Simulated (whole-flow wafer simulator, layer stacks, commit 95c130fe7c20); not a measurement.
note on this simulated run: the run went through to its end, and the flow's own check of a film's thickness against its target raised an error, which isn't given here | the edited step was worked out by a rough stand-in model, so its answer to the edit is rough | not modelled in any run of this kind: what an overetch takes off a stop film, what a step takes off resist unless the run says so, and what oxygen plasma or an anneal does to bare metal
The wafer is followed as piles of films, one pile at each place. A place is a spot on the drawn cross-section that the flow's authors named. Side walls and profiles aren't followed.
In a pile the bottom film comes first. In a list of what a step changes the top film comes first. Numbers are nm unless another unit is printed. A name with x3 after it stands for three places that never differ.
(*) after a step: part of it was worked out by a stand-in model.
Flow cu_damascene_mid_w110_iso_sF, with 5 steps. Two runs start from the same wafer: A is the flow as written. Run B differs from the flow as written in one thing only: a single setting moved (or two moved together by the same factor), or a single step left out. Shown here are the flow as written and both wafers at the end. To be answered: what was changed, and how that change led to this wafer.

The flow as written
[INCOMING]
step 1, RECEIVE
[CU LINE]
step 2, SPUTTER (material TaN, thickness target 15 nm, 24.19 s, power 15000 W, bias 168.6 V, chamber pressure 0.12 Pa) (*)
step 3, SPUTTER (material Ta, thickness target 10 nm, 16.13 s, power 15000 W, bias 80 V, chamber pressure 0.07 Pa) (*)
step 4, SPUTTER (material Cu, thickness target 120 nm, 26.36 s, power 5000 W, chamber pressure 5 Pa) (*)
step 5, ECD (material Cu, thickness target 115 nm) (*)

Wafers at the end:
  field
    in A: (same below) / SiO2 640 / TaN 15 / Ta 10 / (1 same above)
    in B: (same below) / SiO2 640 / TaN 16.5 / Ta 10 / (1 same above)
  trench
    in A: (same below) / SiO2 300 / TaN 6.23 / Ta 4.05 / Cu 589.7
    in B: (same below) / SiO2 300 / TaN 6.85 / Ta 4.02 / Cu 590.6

Cause: step 2, SPUTTER: 26.61 s was run, though the flow has 24.19 s.

Step by step, how the change led to this:
  step 2, SPUTTER (material TaN, thickness target 15 nm, 24.19 s, power 15000 W, bias 168.6 V, chamber pressure 0.12 Pa) (*)
      field: A +15 TaN (new film) | B +16.5 TaN (new film)
      trench: A +6.23 TaN (new film) | B +6.85 TaN (new film)
